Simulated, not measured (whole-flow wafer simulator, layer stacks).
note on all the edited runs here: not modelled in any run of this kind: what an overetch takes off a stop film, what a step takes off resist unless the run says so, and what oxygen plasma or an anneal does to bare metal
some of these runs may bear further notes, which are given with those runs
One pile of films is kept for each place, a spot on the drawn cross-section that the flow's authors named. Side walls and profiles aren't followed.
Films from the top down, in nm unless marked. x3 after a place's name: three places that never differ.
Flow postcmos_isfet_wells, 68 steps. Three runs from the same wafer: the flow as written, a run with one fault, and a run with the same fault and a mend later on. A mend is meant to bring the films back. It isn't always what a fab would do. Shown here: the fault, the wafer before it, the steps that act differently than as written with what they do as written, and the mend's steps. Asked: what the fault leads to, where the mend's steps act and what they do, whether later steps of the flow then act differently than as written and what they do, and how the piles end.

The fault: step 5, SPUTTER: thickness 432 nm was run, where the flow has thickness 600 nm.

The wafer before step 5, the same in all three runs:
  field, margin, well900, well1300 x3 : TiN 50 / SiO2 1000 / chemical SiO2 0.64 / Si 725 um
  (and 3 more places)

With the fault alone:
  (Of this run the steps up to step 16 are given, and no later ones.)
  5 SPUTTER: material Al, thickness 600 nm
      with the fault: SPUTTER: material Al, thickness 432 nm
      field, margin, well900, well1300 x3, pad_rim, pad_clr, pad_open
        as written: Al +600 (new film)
        with the fault: Al +432 (new film)
  No later step of the flow up to step 16 acts differently than as written at any place that is followed.
  After step 16 the piles differ from the flow's by more than 2% or 0.5 nm, whichever is larger, at field, margin, well900, well1300 x3, pad_rim, pad_clr, pad_open.
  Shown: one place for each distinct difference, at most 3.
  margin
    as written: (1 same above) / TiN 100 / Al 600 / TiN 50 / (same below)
    with the fault: (1 same above) / TiN 100 / Al 432 / TiN 50 / (same below)
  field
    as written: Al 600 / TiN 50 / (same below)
    with the fault: Al 432 / TiN 50 / (same below)

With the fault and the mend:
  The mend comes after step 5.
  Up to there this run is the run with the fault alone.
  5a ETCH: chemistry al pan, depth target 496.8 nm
      field, margin, well900, well1300 x3, pad_rim, pad_clr, pad_open
        Al -432 (all of it)
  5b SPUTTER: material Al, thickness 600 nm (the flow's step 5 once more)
      field, margin, well900, well1300 x3, pad_rim, pad_clr, pad_open
        Al +600 (new film)
  No later step of the flow acts differently than as written at any place that is followed.
  At the end the piles are the same as the flow's at every place that both follow.
